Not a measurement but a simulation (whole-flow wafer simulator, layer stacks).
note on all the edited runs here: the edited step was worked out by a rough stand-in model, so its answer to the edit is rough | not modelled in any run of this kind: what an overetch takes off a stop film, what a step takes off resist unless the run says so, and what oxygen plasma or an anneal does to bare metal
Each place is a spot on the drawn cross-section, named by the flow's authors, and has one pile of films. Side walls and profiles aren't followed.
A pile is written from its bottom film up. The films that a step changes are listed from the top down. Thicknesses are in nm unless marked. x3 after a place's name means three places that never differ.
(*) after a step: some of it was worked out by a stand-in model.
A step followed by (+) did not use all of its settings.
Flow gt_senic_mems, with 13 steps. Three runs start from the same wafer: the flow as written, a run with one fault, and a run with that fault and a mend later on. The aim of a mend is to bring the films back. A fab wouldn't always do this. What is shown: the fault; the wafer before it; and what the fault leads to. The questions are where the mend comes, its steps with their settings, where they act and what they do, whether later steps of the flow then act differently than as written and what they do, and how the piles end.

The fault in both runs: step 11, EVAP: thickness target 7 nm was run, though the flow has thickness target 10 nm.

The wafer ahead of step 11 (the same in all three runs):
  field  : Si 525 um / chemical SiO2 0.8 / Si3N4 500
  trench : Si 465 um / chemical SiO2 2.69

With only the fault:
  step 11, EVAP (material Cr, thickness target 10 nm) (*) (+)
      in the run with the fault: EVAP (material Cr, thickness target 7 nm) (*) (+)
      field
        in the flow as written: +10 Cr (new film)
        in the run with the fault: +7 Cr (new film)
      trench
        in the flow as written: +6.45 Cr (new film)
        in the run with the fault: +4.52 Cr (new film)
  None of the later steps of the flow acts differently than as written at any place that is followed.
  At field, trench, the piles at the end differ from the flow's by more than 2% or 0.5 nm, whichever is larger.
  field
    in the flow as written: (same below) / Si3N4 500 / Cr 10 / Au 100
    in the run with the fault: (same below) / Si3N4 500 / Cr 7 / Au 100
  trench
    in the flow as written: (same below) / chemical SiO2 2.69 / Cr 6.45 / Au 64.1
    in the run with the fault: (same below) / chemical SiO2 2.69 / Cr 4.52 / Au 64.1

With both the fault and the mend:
  After step 11 comes the mend.
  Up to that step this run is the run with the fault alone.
  step 11a, EVAP (material Cr, thickness target 3 nm) (*) (+) (the flow's step 11, run once more with other settings)
      field
        +3 Cr
      trench
        +1.94 Cr
  None of the later steps of the flow acts differently than as written at any place that is followed.
  The piles end only slightly different from the flow's at the places that both follow, by no more than 2% or 0.5 nm, whichever is larger.
